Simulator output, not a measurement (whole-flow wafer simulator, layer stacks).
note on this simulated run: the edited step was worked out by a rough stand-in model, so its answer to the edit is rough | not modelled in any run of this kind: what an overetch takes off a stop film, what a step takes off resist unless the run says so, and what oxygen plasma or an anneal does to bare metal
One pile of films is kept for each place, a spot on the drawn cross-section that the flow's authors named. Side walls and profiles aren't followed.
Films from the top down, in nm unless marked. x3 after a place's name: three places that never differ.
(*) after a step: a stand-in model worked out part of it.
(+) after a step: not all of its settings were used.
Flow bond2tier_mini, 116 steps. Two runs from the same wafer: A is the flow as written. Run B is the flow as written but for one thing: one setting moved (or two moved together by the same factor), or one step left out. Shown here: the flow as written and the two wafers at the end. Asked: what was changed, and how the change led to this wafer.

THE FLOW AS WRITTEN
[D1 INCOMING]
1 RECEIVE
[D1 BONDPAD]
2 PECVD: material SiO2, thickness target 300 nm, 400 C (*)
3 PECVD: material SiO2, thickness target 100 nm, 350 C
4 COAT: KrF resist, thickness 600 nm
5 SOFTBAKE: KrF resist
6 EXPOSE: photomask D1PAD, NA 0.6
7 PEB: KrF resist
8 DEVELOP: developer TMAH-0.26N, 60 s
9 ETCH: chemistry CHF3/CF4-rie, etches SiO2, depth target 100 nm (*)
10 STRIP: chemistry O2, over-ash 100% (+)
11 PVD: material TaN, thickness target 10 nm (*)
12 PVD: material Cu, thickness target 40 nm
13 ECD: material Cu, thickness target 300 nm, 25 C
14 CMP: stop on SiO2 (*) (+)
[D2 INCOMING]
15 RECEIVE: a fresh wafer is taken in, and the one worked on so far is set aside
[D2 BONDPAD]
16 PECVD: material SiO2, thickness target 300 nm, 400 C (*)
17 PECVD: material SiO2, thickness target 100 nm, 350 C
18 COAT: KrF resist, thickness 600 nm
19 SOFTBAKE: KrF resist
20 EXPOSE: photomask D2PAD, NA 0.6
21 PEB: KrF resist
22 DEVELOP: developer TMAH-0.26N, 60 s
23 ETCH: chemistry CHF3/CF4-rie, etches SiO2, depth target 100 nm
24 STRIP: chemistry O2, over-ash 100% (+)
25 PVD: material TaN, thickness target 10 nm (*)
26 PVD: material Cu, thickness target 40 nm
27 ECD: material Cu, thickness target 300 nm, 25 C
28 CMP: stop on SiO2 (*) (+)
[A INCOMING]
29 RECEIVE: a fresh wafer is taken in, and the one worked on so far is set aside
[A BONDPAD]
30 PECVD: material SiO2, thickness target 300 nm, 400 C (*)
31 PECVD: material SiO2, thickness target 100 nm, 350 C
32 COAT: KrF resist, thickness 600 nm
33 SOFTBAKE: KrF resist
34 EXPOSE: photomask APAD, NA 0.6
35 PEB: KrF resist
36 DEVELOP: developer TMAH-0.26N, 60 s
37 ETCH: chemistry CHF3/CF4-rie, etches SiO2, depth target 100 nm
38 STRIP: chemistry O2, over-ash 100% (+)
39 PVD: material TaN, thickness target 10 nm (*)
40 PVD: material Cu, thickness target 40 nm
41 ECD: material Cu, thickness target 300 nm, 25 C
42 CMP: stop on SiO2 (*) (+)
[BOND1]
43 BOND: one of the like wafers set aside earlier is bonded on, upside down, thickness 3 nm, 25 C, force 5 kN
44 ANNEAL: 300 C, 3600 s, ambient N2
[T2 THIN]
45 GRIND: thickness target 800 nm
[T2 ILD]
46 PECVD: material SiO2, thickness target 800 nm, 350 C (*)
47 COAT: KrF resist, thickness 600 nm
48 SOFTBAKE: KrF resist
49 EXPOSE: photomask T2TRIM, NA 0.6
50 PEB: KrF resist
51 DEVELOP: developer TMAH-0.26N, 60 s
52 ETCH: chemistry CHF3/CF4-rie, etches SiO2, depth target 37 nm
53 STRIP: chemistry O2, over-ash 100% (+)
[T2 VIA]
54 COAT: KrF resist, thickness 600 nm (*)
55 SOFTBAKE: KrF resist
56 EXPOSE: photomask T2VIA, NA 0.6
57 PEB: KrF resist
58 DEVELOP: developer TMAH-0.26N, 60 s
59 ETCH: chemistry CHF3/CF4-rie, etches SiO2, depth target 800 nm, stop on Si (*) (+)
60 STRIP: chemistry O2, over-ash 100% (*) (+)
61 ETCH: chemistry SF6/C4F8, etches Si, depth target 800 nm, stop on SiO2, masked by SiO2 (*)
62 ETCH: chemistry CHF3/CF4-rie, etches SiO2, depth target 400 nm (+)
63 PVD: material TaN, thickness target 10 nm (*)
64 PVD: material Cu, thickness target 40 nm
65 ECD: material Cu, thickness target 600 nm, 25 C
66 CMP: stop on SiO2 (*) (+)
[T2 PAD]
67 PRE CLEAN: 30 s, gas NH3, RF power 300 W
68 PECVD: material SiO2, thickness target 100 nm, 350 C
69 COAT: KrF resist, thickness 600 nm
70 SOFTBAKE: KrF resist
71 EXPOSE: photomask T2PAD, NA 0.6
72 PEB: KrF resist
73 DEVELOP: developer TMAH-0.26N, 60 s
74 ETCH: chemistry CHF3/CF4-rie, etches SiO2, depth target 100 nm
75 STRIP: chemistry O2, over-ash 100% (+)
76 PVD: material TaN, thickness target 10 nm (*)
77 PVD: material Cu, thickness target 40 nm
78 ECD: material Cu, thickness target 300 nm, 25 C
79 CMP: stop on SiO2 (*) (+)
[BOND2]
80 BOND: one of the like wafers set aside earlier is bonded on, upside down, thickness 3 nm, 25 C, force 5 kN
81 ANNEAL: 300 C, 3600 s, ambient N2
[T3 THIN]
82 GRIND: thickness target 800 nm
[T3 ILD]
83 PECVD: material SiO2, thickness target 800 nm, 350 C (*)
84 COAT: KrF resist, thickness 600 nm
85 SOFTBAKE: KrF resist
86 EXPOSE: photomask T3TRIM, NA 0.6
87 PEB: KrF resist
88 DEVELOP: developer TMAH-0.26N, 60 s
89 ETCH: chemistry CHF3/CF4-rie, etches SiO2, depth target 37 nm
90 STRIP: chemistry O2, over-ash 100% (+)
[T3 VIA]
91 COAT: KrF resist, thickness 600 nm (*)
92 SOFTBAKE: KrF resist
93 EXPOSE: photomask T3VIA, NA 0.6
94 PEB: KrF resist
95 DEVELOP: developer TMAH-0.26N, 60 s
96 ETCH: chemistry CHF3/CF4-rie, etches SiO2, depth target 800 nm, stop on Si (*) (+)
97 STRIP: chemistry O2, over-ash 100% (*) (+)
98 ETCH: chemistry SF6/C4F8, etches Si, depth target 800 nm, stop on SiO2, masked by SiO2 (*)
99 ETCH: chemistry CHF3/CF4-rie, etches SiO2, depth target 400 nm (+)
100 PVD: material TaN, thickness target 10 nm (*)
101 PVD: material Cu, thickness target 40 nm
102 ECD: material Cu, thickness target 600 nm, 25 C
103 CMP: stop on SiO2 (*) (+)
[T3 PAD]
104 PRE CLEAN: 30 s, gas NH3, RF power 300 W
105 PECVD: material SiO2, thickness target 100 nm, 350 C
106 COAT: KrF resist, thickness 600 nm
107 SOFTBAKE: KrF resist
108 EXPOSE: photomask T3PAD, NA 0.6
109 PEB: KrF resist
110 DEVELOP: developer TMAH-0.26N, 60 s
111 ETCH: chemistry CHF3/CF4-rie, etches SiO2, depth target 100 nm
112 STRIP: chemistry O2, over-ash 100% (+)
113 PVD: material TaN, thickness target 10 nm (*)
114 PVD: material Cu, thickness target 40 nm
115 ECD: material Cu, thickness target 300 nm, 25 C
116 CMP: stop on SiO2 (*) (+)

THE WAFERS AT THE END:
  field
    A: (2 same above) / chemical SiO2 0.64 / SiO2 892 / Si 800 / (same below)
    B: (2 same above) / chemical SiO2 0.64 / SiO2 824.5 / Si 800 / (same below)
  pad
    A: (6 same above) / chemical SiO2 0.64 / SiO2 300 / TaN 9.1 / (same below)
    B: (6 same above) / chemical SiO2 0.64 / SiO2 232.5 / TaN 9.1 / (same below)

The cause: step 16, PECVD: thickness target 232.5 nm was run, where the flow has thickness target 300 nm.
It can be read off the wafer: pad has SiO2 232.5, and step 16 as written asks for 300 nm.

How the change led to this, step by step:
  16 PECVD: material SiO2, thickness target 300 nm, 400 C (*)
      field, pad, via: A SiO2 +300 (new film) | B SiO2 +232.5 (new film)
  80 BOND: one of the like wafers set aside earlier is bonded on, upside down, thickness 3 nm, 25 C, force 5 kN
      field: A Si +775 um (new film), chemical SiO2 +0.64 (new film), SiO2 +400 | B Si +775 um (new film), chemical SiO2 +0.64 (new film), SiO2 +332.5
      pad: A Si +775 um (new film), chemical SiO2 +0.64 (new film), SiO2 +300 (new film), TaN +9.1 (new film), Cu +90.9 | B Si +775 um (new film), chemical SiO2 +0.64 (new film), SiO2 +232.5 (new film), TaN +9.1 (new film), Cu +90.9
